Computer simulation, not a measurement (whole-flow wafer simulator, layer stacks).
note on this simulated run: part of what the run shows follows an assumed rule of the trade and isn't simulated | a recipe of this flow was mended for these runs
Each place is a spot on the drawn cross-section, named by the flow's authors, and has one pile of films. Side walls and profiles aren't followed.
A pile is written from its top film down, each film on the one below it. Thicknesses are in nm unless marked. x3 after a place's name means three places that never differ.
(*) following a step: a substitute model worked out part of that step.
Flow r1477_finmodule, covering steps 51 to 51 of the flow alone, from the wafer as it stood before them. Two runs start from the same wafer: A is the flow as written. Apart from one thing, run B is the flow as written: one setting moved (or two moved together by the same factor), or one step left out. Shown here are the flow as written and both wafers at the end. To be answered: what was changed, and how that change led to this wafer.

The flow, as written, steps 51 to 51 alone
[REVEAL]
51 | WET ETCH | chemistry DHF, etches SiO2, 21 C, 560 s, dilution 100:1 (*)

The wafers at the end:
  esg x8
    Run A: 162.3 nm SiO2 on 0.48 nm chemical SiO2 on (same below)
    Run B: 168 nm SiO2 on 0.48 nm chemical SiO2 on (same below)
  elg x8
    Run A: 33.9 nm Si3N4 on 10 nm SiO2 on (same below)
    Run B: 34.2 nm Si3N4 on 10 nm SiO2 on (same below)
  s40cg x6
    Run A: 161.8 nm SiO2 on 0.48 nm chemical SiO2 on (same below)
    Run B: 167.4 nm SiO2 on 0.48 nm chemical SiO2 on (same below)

Cause: step 51, WET ETCH: 448 s was run, whereas the flow has 560 s.

Step by step, how the change led to this:
  51 | WET ETCH | chemistry DHF, etches SiO2, 21 C, 560 s, dilution 100:1 (*)
      esg x8, s40cg x6, s40sg x6: A -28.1 SiO2 | B -22.5 SiO2
      pad x2: A -30.5 SiO2 | B -24.4 SiO2
